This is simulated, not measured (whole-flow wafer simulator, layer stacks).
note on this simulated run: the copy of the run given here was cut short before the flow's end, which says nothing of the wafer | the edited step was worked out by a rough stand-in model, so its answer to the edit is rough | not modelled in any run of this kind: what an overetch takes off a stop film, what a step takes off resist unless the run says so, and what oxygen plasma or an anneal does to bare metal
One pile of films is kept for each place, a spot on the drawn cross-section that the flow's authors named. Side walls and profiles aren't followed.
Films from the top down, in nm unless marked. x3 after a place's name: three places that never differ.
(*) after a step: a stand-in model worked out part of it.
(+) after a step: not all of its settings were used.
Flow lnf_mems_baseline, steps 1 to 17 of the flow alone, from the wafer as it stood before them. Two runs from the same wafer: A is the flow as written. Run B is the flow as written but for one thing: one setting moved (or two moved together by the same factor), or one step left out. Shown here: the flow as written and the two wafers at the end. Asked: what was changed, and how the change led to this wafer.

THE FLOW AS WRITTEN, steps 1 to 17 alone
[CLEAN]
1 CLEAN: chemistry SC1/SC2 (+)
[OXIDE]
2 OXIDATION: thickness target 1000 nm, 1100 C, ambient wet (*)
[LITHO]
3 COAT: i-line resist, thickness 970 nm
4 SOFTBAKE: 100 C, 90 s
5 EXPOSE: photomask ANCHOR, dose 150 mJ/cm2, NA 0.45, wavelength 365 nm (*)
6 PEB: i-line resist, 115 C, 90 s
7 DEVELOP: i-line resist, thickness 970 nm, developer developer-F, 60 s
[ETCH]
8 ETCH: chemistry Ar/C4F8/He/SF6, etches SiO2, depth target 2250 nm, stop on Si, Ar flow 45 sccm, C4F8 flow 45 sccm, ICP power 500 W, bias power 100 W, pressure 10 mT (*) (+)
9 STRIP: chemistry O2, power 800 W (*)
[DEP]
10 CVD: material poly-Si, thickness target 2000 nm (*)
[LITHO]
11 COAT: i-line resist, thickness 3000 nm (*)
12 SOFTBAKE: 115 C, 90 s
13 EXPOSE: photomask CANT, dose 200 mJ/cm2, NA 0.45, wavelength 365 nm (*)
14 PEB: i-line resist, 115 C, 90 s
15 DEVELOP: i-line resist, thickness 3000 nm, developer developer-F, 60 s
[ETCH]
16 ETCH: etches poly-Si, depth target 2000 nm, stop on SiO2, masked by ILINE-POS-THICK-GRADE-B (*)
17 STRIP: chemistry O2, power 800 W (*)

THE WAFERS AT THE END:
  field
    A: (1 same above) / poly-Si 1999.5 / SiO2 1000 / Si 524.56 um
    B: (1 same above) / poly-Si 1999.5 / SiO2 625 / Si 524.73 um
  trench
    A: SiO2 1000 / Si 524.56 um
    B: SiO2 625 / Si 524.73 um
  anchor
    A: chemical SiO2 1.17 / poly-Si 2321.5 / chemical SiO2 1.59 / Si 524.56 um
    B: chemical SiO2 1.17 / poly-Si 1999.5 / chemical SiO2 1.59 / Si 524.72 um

The cause: step 2, OXIDATION: thickness target 625 nm was run, where the flow has thickness target 1000 nm.
It can be read off the wafer: field has SiO2 625, and step 2 as written asks for 1000 nm.

How the change led to this, step by step:
  2 OXIDATION: thickness target 1000 nm, 1100 C, ambient wet (*)
      field, anchor, beam, trench, char_slit: A SiO2 +1000 (new film), chemical SiO2 -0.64 (all of it), Si -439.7 | B SiO2 +625 (new film), chemical SiO2 -0.64 (all of it), Si -274.7
  8 ETCH: chemistry Ar/C4F8/He/SF6, etches SiO2, depth target 2250 nm, stop on Si, Ar flow 45 sccm, C4F8 flow 45 sccm, ICP power 500 W, bias power 100 W, pressure 10 mT (*) (+)
      field, beam, trench, char_slit: A i-line resist -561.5 | B i-line resist -374
      anchor: A SiO2 -1000 (all of it) | B SiO2 -625 (all of it)
  9 STRIP: chemistry O2, power 800 W (*)
      field, beam, trench, char_slit: A i-line resist -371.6 (all of it) | B i-line resist -559.1 (all of it)
  10 CVD: material poly-Si, thickness target 2000 nm (*)
      anchor: A poly-Si +2322 (new film) | B poly-Si +2000 (new film)
  14 PEB: i-line resist, 115 C, 90 s
      anchor: A i-line resist -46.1 | B i-line resist -45.1
